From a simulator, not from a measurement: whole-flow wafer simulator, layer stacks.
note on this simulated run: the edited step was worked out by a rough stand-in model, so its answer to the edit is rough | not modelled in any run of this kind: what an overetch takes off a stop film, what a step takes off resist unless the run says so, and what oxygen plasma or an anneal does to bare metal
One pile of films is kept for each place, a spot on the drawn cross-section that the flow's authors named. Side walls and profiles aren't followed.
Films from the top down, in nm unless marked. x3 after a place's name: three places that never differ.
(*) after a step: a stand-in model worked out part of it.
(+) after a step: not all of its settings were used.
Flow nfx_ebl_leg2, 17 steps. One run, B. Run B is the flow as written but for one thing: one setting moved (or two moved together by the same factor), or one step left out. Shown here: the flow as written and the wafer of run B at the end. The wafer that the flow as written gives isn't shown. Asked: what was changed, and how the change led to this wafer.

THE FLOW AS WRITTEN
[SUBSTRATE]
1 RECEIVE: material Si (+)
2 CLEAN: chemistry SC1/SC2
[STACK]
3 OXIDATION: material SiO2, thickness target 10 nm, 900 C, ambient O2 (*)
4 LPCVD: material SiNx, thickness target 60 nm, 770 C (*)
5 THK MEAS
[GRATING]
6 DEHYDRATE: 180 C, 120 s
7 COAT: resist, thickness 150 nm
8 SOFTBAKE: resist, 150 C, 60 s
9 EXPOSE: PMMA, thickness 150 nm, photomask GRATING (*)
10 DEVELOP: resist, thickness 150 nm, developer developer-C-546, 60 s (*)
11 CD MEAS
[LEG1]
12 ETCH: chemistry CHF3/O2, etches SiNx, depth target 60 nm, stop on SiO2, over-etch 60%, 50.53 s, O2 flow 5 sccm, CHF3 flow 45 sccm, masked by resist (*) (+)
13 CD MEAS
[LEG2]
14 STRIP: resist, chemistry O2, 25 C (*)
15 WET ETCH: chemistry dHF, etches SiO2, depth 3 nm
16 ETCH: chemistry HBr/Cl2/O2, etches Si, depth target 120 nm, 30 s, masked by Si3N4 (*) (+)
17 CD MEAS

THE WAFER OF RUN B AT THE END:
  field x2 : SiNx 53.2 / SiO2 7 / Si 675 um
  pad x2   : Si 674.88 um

The cause: step 3, OXIDATION: thickness target 7 nm was run, where the flow has thickness target 10 nm.
It can be read off the wafer: field x2 has SiO2 7, and step 3 as written asks for 10 nm.

How the change led to this, step by step:
  3 OXIDATION: material SiO2, thickness target 10 nm, 900 C, ambient O2 (*)
      field x2, pad x2: SiO2 +7 (new film), chemical SiO2 -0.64 (all of it), Si -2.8 (as written it would be: SiO2 +10 (new film), chemical SiO2 -0.64 (all of it), Si -4.12)
  12 ETCH: chemistry CHF3/O2, etches SiNx, depth target 60 nm, stop on SiO2, over-etch 60%, 50.53 s, O2 flow 5 sccm, CHF3 flow 45 sccm, masked by resist (*) (+)
      pad x2: SiNx -60 (all of it), SiO2 -7 (all of it) (as written it would be: SiNx -60 (all of it), SiO2 -10 (all of it))
